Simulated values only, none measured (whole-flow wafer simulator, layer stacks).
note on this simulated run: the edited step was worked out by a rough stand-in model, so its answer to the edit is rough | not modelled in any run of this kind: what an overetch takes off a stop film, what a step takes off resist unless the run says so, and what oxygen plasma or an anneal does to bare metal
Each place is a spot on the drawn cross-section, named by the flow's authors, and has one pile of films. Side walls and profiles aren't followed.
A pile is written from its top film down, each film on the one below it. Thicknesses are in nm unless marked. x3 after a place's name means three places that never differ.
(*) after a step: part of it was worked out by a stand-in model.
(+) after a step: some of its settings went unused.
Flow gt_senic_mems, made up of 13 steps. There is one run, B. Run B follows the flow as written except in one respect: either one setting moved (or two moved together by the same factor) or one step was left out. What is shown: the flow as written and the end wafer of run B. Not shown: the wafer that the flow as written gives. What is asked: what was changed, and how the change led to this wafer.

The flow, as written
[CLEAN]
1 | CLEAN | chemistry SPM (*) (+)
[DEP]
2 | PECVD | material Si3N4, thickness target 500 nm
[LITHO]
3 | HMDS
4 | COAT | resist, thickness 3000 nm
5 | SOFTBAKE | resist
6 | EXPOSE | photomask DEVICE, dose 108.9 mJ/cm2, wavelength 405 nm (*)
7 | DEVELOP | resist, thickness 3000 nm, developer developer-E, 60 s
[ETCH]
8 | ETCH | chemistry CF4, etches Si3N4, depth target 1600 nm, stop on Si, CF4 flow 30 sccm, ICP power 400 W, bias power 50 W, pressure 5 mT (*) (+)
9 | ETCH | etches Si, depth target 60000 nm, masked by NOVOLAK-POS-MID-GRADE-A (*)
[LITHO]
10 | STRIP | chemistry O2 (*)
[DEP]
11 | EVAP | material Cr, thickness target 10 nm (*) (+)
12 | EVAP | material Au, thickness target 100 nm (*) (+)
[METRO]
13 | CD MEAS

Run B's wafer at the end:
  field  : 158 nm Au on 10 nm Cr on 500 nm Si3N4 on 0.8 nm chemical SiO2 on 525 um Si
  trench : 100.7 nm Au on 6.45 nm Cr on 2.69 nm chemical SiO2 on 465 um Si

What caused this: step 12, EVAP: thickness target 158 nm was run, though the flow has thickness target 100 nm.
The wafer lets one read it off: field has Au 158, and step 12 as written asks for 100 nm.

The path from the change to this, step by step:
  12 | EVAP | material Au, thickness target 100 nm (*) (+)
      field: +158 Au (new film) (as written it would have been: +100 Au (new film))
      trench: +100.7 Au (new film) (as written it would have been: +64.1 Au (new film))
